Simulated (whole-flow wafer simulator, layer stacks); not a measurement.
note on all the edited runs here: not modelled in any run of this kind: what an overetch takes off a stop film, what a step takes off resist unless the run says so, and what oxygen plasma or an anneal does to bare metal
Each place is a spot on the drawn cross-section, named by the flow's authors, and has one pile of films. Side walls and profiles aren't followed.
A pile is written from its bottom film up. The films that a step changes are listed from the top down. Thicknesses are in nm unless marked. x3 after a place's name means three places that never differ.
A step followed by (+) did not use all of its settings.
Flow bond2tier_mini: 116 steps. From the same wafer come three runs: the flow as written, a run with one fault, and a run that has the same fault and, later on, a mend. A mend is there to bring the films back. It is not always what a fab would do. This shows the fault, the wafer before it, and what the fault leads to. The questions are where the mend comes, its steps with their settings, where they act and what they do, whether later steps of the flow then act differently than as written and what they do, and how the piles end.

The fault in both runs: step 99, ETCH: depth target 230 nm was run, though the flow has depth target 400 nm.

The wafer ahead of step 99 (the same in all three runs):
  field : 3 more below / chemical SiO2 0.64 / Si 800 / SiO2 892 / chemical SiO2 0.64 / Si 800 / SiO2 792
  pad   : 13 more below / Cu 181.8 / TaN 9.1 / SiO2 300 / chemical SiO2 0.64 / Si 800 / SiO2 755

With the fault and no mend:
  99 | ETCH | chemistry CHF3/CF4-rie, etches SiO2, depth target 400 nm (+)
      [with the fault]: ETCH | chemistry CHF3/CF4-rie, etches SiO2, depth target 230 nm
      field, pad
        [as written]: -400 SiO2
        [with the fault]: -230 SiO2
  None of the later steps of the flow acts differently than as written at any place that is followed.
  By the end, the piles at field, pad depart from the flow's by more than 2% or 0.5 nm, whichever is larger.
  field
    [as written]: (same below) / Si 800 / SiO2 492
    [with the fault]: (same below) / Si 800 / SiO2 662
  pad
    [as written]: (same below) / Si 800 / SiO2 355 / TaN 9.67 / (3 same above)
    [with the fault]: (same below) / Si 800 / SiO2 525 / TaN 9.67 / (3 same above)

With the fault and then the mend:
  After step 99 comes the mend.
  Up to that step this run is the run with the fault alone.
  99a | ETCH | chemistry CHF3/CF4-rie, etches SiO2, depth target 170 nm (+) (a further turn of the flow's step 99, with different settings)
      field, pad
        -170 SiO2
  None of the later steps of the flow acts differently than as written at any place that is followed.
  The piles end the same as the flow's at every place that both follow.
